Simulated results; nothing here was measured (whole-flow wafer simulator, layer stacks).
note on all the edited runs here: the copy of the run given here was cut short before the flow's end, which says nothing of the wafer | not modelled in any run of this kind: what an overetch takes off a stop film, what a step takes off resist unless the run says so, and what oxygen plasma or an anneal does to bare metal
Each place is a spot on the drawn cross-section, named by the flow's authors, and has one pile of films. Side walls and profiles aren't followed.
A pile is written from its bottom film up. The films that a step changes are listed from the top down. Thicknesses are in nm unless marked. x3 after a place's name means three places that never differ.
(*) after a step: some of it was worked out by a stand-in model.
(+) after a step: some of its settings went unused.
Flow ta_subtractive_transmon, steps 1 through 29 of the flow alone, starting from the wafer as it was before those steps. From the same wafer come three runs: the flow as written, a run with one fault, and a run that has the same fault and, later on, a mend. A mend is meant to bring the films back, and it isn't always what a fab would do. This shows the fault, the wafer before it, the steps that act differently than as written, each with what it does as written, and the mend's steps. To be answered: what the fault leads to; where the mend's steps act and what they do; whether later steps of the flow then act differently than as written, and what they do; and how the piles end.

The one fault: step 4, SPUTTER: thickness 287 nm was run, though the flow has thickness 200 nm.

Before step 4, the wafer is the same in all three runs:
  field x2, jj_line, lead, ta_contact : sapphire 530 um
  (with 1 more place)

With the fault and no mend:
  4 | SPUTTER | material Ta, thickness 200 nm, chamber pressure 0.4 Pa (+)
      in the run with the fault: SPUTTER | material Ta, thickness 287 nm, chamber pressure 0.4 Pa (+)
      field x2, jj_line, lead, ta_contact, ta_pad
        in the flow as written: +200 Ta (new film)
        in the run with the fault: +287 Ta (new film)
  Later steps of the flow acting differently than as written (3 more steps, not shown, differ only slightly: by at most 2% or 0.5 nm, whichever is larger):
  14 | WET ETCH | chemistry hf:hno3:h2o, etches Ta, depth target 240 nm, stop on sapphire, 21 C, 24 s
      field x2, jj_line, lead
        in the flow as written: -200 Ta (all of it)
        in the run with the fault: -240 Ta
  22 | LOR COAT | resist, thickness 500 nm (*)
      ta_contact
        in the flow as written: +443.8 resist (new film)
        in the run with the fault: +433.7 resist (new film)
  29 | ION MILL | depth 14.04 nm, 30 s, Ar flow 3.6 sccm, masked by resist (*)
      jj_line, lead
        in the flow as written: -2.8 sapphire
        in the run with the fault: -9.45 Ta
  At field x2, jj_line, lead, ta_contact, ta_pad, the piles at the end differ from the flow's by more than 2% or 0.5 nm, whichever is larger.
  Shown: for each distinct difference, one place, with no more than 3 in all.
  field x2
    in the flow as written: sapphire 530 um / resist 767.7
    in the run with the fault: sapphire 530 um / Ta 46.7 / resist 767.7
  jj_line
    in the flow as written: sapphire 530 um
    in the run with the fault: sapphire 530 um / Ta 37.3
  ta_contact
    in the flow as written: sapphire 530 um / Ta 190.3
    in the run with the fault: sapphire 530 um / Ta 277.3

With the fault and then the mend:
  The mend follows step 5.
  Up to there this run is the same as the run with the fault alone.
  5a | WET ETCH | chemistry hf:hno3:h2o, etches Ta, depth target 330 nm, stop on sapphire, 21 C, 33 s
      field x2, jj_line, lead, ta_contact, ta_pad
        -287 Ta (all of it)
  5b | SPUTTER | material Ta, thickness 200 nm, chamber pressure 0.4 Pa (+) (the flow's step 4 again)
      field x2, jj_line, lead, ta_contact, ta_pad
        +200 Ta (new film)
  Every later step of the flow that is run acts as written at every place that is followed.
  By the end, the piles equal the flow's at every place that both follow.
